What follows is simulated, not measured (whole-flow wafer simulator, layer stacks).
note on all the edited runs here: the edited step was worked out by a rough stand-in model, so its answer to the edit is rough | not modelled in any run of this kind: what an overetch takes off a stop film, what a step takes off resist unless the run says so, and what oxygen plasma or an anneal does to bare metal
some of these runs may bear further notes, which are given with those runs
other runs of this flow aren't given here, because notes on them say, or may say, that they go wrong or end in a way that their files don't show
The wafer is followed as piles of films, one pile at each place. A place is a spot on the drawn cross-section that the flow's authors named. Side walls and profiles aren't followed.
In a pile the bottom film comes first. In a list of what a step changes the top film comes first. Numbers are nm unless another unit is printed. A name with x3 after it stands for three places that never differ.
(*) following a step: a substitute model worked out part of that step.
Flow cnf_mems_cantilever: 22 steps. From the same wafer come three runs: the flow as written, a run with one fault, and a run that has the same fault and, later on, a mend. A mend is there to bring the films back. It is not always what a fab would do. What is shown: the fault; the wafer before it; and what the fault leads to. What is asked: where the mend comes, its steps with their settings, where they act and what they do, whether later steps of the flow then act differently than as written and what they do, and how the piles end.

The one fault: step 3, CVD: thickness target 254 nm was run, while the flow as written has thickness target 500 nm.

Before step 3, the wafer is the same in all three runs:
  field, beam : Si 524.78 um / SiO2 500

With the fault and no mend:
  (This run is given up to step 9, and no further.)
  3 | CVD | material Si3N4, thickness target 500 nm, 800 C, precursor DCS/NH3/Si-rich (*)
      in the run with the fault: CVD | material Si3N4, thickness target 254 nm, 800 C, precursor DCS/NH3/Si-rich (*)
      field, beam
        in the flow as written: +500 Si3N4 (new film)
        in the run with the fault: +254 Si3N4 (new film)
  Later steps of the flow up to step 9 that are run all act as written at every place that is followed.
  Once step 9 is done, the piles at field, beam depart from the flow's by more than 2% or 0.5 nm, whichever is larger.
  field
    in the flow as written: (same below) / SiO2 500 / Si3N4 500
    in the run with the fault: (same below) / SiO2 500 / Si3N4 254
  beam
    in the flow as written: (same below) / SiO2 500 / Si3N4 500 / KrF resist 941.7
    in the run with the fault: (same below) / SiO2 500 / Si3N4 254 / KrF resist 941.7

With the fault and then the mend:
  After step 3 comes the mend.
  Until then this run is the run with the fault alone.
  3a | ETCH | chemistry h3po4, depth target 292.1 nm
      field, beam
        -254 Si3N4 (all of it)
  3b | CLEAN | chemistry SC1/SC2 (the flow's step 1 again)
      does not change any film at any place that is followed
  3c | CVD | material Si3N4, thickness target 500 nm, 800 C, precursor DCS/NH3/Si-rich (*) (the flow's step 3 again)
      field, beam
        +500 Si3N4 (new film)
  Later steps of the flow that are run all act as written at every place that is followed.
  By the end, the piles equal the flow's at every place that both follow.
